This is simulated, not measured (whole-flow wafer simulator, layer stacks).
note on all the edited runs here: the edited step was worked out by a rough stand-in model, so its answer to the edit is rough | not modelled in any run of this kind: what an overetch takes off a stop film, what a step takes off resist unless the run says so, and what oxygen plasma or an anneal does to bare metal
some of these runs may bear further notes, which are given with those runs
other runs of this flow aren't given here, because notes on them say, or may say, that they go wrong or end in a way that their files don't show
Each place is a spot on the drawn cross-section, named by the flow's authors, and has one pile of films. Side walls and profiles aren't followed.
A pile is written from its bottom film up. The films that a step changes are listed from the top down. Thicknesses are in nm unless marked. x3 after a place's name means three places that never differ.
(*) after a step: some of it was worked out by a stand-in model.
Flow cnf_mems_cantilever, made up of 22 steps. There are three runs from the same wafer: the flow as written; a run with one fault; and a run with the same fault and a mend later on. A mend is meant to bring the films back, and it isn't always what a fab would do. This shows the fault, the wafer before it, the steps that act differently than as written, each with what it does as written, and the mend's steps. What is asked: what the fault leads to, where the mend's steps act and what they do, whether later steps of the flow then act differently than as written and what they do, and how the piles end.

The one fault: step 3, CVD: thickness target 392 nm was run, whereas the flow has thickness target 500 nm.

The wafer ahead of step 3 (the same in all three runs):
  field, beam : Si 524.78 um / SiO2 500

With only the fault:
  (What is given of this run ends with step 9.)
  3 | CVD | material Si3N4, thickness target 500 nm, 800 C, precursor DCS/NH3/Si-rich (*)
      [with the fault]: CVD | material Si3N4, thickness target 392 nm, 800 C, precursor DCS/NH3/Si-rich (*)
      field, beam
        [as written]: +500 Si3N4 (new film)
        [with the fault]: +392 Si3N4 (new film)
  Every later step of the flow up to step 9 that is run acts as written at every place that is followed.
  After step 9, at field, beam, the piles differ from the flow's by more than 2% or 0.5 nm, whichever is larger.
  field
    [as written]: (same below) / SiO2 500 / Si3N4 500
    [with the fault]: (same below) / SiO2 500 / Si3N4 392
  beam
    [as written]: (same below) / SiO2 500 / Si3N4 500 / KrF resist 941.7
    [with the fault]: (same below) / SiO2 500 / Si3N4 392 / KrF resist 941.7

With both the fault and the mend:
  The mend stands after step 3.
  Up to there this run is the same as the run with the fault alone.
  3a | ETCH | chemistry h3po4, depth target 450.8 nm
      field, beam
        -392 Si3N4 (all of it)
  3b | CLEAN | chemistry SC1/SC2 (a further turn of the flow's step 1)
      alters no film at any place that is followed
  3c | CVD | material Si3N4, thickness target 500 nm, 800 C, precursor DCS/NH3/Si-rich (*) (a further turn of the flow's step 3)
      field, beam
        +500 Si3N4 (new film)
  Every later step of the flow that is run acts as written at every place that is followed.
  At every place that both follow, the piles at the end match the flow's.
